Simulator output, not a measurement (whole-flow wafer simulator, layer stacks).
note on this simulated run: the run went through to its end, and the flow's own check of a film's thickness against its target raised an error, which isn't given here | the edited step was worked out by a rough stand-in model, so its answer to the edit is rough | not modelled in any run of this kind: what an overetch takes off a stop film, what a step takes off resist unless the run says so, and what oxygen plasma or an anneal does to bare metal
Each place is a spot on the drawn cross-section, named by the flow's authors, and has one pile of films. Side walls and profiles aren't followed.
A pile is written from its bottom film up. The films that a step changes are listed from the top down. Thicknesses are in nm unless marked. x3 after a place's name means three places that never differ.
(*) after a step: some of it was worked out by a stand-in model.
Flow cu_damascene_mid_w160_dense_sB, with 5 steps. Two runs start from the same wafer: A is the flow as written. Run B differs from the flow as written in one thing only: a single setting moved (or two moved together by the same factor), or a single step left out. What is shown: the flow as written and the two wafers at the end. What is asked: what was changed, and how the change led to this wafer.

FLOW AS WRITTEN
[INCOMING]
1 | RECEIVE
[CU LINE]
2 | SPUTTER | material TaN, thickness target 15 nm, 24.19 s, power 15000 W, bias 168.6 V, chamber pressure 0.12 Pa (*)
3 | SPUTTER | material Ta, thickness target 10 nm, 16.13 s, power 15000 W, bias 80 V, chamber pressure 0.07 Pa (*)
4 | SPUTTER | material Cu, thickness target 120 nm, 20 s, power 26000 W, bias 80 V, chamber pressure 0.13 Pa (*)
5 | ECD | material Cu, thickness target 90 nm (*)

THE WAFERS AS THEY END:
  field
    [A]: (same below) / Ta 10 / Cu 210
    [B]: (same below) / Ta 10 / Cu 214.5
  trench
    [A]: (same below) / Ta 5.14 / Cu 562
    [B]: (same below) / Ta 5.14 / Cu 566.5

The reason: step 5, ECD: thickness target 94.5 nm was run, whereas the flow has thickness target 90 nm.

How this came from the change, step by step:
  5 | ECD | material Cu, thickness target 90 nm (*)
      field: A Cu gains 90 | B Cu gains 94.5
